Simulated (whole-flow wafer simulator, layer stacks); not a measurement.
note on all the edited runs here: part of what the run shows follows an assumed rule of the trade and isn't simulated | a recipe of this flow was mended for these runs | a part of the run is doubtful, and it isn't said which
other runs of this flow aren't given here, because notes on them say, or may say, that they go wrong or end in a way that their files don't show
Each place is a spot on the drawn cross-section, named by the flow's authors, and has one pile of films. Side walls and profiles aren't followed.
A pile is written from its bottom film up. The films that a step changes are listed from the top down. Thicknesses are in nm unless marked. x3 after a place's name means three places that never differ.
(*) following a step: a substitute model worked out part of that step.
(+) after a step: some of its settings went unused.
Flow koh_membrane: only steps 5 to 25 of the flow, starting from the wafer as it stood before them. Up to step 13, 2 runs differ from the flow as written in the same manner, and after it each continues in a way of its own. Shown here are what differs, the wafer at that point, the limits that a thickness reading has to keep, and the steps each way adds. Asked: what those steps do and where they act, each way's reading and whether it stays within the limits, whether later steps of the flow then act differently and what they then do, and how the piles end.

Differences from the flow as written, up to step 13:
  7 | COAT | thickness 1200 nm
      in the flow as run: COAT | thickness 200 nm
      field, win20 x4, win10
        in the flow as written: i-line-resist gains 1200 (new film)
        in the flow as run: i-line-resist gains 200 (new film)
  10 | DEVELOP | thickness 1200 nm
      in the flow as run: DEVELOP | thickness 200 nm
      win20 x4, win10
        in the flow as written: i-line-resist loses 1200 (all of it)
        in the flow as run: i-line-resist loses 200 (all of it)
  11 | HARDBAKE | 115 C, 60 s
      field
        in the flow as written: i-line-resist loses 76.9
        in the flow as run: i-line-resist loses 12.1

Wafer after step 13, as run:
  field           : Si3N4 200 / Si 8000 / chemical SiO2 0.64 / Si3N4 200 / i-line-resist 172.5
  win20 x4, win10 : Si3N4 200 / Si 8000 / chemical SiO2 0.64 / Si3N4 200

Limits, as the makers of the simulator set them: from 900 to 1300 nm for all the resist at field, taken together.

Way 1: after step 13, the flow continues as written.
  Reading after step 13: 172.5 nm, not within the limits.
  Steps later in the flow that act otherwise than as written:
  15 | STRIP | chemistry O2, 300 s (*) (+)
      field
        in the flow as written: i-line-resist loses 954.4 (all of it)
        going this way: i-line-resist loses 19.2 (all of it)
  The piles end the same as the flow's at every place that both follow.

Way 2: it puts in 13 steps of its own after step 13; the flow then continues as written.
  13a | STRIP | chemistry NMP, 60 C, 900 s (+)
      field
        i-line-resist loses 172.5 (all of it)
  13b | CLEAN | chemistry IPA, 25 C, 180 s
      alters no film at any place that is followed
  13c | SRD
      alters no film at any place that is followed
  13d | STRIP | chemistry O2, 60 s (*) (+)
      alters no film at any place that is followed
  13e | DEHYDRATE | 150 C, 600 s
      alters no film at any place that is followed
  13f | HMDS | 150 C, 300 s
      alters no film at any place that is followed
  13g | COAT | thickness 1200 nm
      field, win20 x4, win10
        i-line-resist gains 1200 (new film)
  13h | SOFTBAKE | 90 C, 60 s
      alters no film at any place that is followed
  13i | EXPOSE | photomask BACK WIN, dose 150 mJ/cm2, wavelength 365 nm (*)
      alters no film at any place that is followed
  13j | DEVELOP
      win20 x4, win10
        i-line-resist loses 1200 (all of it)
      field
        i-line-resist loses 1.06
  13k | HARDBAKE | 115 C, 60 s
      field
        i-line-resist loses 76.9
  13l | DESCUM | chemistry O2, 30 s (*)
      field
        i-line-resist loses 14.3
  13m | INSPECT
      alters no film at any place that is followed
  Reading after step 13m: 1107.7 nm, inside the limits.
  Every later step of the flow that is run acts as written at every place that is followed.
  The piles end the same as the flow's at every place that both follow.

The limits are kept by: way 2. They are not kept by: way 1.
